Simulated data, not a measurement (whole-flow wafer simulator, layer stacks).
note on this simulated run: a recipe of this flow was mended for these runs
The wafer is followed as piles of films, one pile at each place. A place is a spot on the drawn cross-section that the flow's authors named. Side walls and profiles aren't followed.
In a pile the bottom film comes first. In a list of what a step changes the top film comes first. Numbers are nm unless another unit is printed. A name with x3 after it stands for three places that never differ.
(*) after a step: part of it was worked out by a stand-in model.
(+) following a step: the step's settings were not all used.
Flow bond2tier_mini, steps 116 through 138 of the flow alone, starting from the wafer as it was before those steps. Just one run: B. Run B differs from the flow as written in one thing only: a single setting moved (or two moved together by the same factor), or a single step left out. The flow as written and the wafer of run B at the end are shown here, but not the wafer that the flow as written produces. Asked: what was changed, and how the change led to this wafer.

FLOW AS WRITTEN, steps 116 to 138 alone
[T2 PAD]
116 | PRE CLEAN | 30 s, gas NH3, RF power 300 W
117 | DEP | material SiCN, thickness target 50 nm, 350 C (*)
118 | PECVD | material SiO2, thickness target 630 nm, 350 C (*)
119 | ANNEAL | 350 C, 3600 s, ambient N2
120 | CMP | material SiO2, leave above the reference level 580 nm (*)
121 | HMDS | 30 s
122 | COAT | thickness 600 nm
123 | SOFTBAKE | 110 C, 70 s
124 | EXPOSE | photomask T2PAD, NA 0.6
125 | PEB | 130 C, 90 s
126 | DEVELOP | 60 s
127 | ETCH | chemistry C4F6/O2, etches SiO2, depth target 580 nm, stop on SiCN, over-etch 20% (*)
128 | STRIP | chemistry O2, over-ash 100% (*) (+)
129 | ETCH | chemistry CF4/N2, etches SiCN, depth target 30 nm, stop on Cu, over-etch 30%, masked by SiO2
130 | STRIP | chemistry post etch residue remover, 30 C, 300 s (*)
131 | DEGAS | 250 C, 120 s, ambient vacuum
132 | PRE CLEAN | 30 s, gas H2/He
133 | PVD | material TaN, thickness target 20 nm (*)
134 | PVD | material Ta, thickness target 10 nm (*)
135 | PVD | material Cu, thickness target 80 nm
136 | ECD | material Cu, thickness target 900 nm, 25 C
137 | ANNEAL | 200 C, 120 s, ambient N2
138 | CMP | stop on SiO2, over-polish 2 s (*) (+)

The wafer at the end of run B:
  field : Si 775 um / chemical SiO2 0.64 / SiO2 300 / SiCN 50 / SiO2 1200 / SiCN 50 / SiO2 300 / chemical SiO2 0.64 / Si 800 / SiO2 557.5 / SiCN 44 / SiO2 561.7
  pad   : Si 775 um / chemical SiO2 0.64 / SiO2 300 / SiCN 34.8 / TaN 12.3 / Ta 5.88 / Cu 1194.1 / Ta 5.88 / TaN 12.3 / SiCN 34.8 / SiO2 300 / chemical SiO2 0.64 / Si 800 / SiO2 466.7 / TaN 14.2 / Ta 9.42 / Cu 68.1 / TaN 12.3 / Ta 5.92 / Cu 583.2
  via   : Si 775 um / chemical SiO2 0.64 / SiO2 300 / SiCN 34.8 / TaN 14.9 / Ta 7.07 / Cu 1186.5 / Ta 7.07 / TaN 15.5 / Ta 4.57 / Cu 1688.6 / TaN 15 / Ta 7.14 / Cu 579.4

What caused this: step 117, DEP: thickness target 44 nm was run, whereas the flow has thickness target 50 nm.
The wafer itself shows it: field has SiCN 44, and step 117 as written asks for 50 nm.

How this came from the change, step by step:
  117 | DEP | material SiCN, thickness target 50 nm, 350 C (*)
      field, pad, via: +44 SiCN (new film) (as written it would have been: +50 SiCN (new film))
  129 | ETCH | chemistry CF4/N2, etches SiCN, depth target 30 nm, stop on Cu, over-etch 30%, masked by SiO2
      pad, via: -24.4 SiCN (all of it), -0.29 Cu (as written it would have been: -30.4 SiCN (all of it), -0.17 Cu)
      field: -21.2 SiO2 (as written it would have been: -26 SiO2)
